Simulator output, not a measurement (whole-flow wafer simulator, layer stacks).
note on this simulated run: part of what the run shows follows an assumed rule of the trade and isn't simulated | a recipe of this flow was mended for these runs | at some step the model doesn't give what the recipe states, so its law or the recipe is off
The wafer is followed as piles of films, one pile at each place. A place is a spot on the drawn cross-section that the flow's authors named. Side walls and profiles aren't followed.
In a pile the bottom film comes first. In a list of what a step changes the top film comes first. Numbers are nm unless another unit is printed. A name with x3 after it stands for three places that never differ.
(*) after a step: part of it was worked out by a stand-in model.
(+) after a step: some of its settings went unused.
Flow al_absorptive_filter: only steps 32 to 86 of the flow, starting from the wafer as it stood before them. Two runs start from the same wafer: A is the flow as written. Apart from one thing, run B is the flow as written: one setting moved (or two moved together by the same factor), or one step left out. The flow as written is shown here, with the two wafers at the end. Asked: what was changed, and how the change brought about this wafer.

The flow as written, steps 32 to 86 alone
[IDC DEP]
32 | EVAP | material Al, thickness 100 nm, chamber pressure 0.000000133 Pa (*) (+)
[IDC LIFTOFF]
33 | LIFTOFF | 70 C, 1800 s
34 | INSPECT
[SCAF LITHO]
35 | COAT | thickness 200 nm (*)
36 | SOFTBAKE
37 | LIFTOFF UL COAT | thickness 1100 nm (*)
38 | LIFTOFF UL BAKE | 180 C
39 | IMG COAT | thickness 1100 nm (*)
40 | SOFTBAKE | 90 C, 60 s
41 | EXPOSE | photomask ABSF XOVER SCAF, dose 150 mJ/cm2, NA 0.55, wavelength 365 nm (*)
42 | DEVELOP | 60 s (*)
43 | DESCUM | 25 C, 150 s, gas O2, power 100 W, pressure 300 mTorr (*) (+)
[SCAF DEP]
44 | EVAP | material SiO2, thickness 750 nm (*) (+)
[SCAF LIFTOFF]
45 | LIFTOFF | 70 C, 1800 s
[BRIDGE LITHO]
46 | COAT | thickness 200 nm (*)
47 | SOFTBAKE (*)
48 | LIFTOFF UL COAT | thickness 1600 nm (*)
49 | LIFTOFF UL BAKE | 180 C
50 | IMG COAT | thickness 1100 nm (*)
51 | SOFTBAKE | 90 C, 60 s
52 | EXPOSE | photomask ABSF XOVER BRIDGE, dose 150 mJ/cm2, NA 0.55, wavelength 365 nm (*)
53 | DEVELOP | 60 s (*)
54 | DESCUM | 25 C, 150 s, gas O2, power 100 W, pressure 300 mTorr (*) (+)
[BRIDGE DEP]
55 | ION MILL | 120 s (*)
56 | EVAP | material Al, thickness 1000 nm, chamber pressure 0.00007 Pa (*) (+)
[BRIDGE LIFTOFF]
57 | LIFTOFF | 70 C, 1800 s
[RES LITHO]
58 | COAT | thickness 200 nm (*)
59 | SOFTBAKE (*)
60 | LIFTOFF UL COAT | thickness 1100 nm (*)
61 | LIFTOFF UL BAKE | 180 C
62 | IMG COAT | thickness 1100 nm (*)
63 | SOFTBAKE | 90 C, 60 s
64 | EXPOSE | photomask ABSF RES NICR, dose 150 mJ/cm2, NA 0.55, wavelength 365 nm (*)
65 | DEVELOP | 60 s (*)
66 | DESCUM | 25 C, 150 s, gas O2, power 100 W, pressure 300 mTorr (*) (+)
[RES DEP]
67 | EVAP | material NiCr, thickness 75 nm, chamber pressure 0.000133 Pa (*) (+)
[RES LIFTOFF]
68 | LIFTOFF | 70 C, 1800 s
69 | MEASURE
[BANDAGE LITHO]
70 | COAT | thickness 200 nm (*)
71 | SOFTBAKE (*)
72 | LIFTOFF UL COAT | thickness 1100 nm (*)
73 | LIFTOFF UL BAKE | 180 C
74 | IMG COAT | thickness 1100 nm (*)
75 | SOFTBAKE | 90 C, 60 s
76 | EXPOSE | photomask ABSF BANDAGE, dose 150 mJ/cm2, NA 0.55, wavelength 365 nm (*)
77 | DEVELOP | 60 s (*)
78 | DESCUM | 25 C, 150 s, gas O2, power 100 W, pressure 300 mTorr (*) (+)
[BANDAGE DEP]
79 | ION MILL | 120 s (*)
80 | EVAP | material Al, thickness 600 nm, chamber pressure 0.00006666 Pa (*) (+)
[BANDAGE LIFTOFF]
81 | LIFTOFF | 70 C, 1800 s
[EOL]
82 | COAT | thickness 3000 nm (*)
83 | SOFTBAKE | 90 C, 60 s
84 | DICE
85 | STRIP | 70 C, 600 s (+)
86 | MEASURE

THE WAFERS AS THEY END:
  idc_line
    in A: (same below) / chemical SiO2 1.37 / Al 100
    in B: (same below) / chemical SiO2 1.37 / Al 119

What caused this: step 32, EVAP: thickness 124.4 nm was run, while the flow as written has thickness 100 nm.

How this came from the change, step by step:
  32 | EVAP | material Al, thickness 100 nm, chamber pressure 0.000000133 Pa (*) (+)
      gnd, pad_far, pad_near and 10 more: A Al gains 100 (new film) | B Al gains 124.4 (new film)
      idc_line: A Al gains 100 (new film) | B Al gains 119 (new film)
  33 | LIFTOFF | 70 C, 1800 s
      gnd, xa_field, xa_margin, xa_strip, xl_land, idc_field, idc_space: A Al loses 100 (all of it), e-beam-resist loses 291 (all of it) | B Al loses 124.4 (all of it), e-beam-resist loses 291 (all of it)
      pad_far: A Al loses 100 (all of it), e-beam-resist loses 287 (all of it) | B Al loses 124.4 (all of it), e-beam-resist loses 287 (all of it)
      (and at 5 other places as well)
  35 | COAT | thickness 200 nm (*)
      idc_line: A acrylic-e-beam-resist gains 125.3 (new film) | B acrylic-e-beam-resist gains 112.6 (new film)
      idc_space: A acrylic-e-beam-resist gains 228.2 (new film) | B acrylic-e-beam-resist gains 235.3 (new film)
  45 | LIFTOFF | 70 C, 1800 s
      idc_line: A SiO2 loses 750 (all of it), i-line-resist loses 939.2 (all of it), lift-off-underlayer loses 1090 (all of it), acrylic-e-beam-resist loses 125.3 (all of it) | B SiO2 loses 750 (all of it), i-line-resist loses 939.1 (all of it), lift-off-underlayer loses 1087.1 (all of it), acrylic-e-beam-resist loses 112.6 (all of it)
      idc_space: A SiO2 loses 750 (all of it), i-line-resist loses 939.1 (all of it), lift-off-underlayer loses 1087.8 (all of it), acrylic-e-beam-resist loses 228.2 (all of it) | B SiO2 loses 750 (all of it), i-line-resist loses 939.1 (all of it), lift-off-underlayer loses 1084.2 (all of it), acrylic-e-beam-resist loses 235.3 (all of it)
  46 | COAT | thickness 200 nm (*)
      idc_line: A acrylic-e-beam-resist gains 129.8 (new film) | B acrylic-e-beam-resist gains 118.3 (new film)
      idc_space: A acrylic-e-beam-resist gains 229.8 (new film) | B acrylic-e-beam-resist gains 237 (new film)
  57 | LIFTOFF | 70 C, 1800 s
      idc_line: A Al loses 1000 (all of it), i-line-resist loses 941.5 (all of it), lift-off-underlayer loses 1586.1 (all of it), acrylic-e-beam-resist loses 129.8 (all of it) | B Al loses 1000 (all of it), i-line-resist loses 941.5 (all of it), lift-off-underlayer loses 1581.8 (all of it), acrylic-e-beam-resist loses 118.3 (all of it)
      idc_space: A Al loses 1000 (all of it), i-line-resist loses 941.5 (all of it), lift-off-underlayer loses 1586.9 (all of it), acrylic-e-beam-resist loses 229.8 (all of it) | B Al loses 1000 (all of it), i-line-resist loses 941.5 (all of it), lift-off-underlayer loses 1582.9 (all of it), acrylic-e-beam-resist loses 237 (all of it)
  58 | COAT | thickness 200 nm (*)
      idc_line: A acrylic-e-beam-resist gains 129.8 (new film) | B acrylic-e-beam-resist gains 118.3 (new film)
      idc_space: A acrylic-e-beam-resist gains 229.8 (new film) | B acrylic-e-beam-resist gains 237 (new film)
  68 | LIFTOFF | 70 C, 1800 s
      idc_line: A NiCr loses 75 (all of it), i-line-resist loses 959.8 (all of it), lift-off-underlayer loses 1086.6 (all of it), acrylic-e-beam-resist loses 129.8 (all of it) | B NiCr loses 75 (all of it), i-line-resist loses 959.8 (all of it), lift-off-underlayer loses 1082.5 (all of it), acrylic-e-beam-resist loses 118.3 (all of it)
      idc_space: A NiCr loses 75 (all of it), i-line-resist loses 959.8 (all of it), lift-off-underlayer loses 1087.4 (all of it), acrylic-e-beam-resist loses 229.8 (all of it) | B NiCr loses 75 (all of it), i-line-resist loses 959.7 (all of it), lift-off-underlayer loses 1083.6 (all of it), acrylic-e-beam-resist loses 237 (all of it)
  70 | COAT | thickness 200 nm (*)
      idc_line: A acrylic-e-beam-resist gains 129.8 (new film) | B acrylic-e-beam-resist gains 118.3 (new film)
      idc_space: A acrylic-e-beam-resist gains 229.8 (new film) | B acrylic-e-beam-resist gains 237 (new film)
  81 | LIFTOFF | 70 C, 1800 s
      idc_line: A Al loses 600 (all of it), i-line-resist loses 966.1 (all of it), lift-off-underlayer loses 1086.6 (all of it), acrylic-e-beam-resist loses 129.8 (all of it) | B Al loses 600 (all of it), i-line-resist loses 966.1 (all of it), lift-off-underlayer loses 1082.5 (all of it), acrylic-e-beam-resist loses 118.3 (all of it)
      idc_space: A Al loses 600 (all of it), i-line-resist loses 966.1 (all of it), lift-off-underlayer loses 1087.4 (all of it), acrylic-e-beam-resist loses 229.8 (all of it) | B Al loses 600 (all of it), i-line-resist loses 966 (all of it), lift-off-underlayer loses 1083.6 (all of it), acrylic-e-beam-resist loses 237 (all of it)
